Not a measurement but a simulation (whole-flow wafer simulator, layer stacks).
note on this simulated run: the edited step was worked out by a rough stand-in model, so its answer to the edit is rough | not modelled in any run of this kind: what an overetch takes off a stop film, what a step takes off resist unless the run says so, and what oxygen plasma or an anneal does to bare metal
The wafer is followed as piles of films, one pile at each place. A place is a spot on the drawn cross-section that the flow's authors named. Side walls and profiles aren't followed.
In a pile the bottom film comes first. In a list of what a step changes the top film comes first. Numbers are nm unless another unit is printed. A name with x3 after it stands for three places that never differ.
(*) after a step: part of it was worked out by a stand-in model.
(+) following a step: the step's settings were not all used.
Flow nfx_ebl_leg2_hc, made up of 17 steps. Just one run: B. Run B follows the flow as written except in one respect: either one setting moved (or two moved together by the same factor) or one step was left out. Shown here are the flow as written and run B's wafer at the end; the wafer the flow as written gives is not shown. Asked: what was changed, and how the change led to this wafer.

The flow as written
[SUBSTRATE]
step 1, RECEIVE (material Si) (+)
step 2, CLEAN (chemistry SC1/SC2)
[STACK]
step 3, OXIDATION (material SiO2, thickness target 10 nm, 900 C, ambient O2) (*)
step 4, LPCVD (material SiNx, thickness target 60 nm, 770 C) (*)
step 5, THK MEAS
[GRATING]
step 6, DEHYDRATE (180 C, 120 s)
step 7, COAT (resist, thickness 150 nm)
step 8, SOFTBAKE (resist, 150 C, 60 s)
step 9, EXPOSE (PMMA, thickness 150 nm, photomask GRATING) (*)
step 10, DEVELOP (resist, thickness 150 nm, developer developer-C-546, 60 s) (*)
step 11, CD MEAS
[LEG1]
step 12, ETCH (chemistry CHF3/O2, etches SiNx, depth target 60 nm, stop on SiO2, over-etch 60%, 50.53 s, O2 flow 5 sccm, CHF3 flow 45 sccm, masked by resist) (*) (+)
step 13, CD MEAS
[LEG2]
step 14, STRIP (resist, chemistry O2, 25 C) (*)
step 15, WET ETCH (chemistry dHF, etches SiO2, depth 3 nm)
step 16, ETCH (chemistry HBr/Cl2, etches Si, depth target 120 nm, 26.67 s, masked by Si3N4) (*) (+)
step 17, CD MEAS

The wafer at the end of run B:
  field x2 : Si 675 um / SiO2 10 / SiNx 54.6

The reason: step 4, LPCVD: thickness target 66 nm was run, while the flow as written has thickness target 60 nm.

Step by step, how the change led to this:
  step 4, LPCVD (material SiNx, thickness target 60 nm, 770 C) (*)
      field x2, pad x2: +66 SiNx (new film) (in the flow as written it would be: +60 SiNx (new film))
  step 12, ETCH (chemistry CHF3/O2, etches SiNx, depth target 60 nm, stop on SiO2, over-etch 60%, 50.53 s, O2 flow 5 sccm, CHF3 flow 45 sccm, masked by resist) (*) (+)
      pad x2: -66 SiNx (all of it), -10 SiO2 (all of it) (in the flow as written it would be: -60 SiNx (all of it), -10 SiO2 (all of it))
